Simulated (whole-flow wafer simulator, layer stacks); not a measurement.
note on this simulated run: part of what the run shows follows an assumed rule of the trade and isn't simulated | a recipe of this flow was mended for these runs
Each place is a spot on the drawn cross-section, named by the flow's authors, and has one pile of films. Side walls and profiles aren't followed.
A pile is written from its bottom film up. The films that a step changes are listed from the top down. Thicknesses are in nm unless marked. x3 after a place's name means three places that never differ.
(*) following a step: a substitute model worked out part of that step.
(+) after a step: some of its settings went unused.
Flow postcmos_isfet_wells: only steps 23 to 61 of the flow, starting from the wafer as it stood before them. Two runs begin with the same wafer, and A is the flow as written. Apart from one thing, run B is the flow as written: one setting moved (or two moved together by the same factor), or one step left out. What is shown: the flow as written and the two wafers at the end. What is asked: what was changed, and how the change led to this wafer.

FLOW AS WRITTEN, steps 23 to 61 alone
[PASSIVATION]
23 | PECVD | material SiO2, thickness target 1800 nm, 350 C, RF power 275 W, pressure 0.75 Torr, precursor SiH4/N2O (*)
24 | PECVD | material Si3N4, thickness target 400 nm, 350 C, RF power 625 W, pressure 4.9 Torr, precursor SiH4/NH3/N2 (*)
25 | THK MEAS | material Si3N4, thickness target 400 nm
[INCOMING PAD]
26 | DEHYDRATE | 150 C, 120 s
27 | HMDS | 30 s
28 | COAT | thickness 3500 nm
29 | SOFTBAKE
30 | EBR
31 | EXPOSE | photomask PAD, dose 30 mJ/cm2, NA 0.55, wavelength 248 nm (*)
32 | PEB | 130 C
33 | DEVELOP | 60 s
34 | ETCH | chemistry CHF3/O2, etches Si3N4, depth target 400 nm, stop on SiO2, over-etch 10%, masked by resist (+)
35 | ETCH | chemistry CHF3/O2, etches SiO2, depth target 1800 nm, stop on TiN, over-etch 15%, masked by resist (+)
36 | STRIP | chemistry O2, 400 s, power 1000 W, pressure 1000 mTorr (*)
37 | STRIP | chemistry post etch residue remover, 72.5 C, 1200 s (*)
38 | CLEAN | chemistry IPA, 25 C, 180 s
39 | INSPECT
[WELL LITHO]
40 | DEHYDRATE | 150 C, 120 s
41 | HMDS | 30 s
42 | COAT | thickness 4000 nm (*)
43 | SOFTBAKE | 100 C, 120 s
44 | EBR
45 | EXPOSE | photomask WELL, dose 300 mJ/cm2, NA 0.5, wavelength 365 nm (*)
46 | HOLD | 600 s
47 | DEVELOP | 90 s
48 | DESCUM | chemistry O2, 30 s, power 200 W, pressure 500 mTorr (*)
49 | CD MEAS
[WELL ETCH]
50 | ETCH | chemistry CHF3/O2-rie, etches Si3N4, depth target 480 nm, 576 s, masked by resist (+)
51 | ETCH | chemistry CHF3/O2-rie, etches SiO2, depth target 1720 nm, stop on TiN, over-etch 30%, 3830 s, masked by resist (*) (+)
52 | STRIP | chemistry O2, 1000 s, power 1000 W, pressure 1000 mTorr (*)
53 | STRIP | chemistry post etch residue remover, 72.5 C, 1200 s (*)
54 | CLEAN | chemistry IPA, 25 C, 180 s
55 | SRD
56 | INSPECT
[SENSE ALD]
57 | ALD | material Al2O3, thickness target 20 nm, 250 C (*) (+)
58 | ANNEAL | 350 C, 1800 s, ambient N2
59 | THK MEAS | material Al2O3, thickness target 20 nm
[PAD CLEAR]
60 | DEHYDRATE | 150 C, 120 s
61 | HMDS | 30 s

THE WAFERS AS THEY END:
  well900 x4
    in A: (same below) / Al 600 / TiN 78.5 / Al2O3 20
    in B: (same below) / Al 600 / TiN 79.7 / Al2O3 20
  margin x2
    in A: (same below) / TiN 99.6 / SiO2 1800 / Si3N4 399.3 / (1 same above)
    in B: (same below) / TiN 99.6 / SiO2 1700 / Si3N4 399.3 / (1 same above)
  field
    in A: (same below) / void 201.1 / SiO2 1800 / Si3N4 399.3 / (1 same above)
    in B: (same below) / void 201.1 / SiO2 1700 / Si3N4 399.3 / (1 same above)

The reason: step 23, PECVD: thickness target 1700 nm was run, though the flow has thickness target 1800 nm.
The wafer itself shows it: margin x2 has SiO2 1700, and step 23 as written asks for 1800 nm.

How this came from the change, step by step:
  23 | PECVD | material SiO2, thickness target 1800 nm, 350 C, RF power 275 W, pressure 0.75 Torr, precursor SiH4/N2O (*)
      margin x2, well900 x4, pad_clr, pad_open: A +1800 SiO2 (new film) | B +1700 SiO2 (new film)
      field: A +1800 SiO2 (new film), +201.1 void (new film), +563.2 SiO2 | B +1700 SiO2 (new film), +201.1 void (new film), +563.2 SiO2
  35 | ETCH | chemistry CHF3/O2, etches SiO2, depth target 1800 nm, stop on TiN, over-etch 15%, masked by resist (+)
      field, margin x2, well900 x4, pad_clr: A -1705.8 thick-KrF-resist | B -1610 thick-KrF-resist
      pad_open: A -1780 SiO2 (all of it), -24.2 TiN | B -1680 SiO2 (all of it), -32.5 TiN
  36 | STRIP | chemistry O2, 400 s, power 1000 W, pressure 1000 mTorr (*)
      field, margin x2, well900 x4, pad_clr: A -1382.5 thick-KrF-resist (all of it) | B -1478.4 thick-KrF-resist (all of it)
  43 | SOFTBAKE | 100 C, 120 s
      pad_clr: A -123 thick-g/i-line-resist | B -115.8 thick-g/i-line-resist
      pad_open: A +73 thick-g/i-line-resist | B +70.6 thick-g/i-line-resist
  51 | ETCH | chemistry CHF3/O2-rie, etches SiO2, depth target 1720 nm, stop on TiN, over-etch 30%, 3830 s, masked by resist (*) (+)
      well900 x4: A -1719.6 SiO2 (all of it), -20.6 TiN | B -1619.6 SiO2 (all of it), -19.4 TiN
